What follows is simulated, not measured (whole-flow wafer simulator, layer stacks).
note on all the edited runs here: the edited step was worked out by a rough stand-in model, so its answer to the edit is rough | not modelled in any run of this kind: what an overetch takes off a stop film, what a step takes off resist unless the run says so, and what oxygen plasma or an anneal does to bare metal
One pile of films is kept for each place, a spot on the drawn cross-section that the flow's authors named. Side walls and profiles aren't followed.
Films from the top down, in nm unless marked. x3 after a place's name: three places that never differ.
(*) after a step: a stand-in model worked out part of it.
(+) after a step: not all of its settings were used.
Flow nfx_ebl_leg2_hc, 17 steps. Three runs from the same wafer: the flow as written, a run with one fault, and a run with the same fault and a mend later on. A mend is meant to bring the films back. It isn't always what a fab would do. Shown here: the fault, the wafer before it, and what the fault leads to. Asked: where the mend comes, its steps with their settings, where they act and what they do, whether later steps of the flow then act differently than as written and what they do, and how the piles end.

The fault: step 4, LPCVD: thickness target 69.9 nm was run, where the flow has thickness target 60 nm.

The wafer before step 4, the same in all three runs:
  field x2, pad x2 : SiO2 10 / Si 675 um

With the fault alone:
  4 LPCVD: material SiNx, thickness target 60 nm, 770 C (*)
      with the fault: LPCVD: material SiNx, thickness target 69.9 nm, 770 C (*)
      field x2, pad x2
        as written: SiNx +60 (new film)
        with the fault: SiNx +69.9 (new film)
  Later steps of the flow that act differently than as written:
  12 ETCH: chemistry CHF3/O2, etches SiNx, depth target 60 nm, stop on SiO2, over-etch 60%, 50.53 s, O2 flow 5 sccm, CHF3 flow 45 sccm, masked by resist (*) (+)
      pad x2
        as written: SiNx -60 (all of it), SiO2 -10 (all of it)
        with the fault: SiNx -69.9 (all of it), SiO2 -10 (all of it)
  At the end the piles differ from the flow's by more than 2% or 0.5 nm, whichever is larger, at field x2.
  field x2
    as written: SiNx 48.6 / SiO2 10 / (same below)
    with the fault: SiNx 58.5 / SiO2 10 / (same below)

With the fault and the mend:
  The mend comes after step 5.
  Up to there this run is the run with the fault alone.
  5a ETCH: chemistry h3po4, depth target 80.39 nm
      field x2, pad x2
        SiNx -69.9 (all of it)
  5b CLEAN: chemistry SC1/SC2 (the flow's step 2 once more)
      changes no film at any place that is followed
  5c LPCVD: material SiNx, thickness target 60 nm, 770 C (*) (the flow's step 4 once more)
      field x2, pad x2
        SiNx +60 (new film)
  No later step of the flow acts differently than as written at any place that is followed.
  At the end the piles are the same as the flow's at every place that both follow.
